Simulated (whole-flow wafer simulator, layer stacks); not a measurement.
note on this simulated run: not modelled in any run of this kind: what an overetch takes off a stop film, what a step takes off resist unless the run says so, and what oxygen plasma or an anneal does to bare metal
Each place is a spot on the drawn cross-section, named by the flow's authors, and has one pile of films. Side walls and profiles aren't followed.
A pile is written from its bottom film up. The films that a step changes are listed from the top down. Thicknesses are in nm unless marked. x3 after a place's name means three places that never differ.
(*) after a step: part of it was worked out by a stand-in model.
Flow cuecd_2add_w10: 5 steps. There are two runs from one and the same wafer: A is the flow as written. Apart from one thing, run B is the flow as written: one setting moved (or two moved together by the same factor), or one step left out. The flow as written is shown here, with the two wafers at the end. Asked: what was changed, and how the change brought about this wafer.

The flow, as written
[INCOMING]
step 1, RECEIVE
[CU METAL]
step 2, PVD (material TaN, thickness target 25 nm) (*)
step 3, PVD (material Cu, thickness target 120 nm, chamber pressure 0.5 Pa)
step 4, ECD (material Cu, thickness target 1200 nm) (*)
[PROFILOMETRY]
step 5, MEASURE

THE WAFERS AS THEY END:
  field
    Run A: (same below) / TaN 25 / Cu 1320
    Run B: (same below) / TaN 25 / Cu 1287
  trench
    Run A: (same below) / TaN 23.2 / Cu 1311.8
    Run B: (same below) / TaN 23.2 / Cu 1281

The reason: step 3, PVD: thickness target 87 nm was run, while the flow as written has thickness target 120 nm.

Step by step, how the change led to this:
  step 3, PVD (material Cu, thickness target 120 nm, chamber pressure 0.5 Pa)
      field: A +120 Cu (new film) | B +87 Cu (new film)
      trench: A +111.8 Cu (new film) | B +81 Cu (new film)
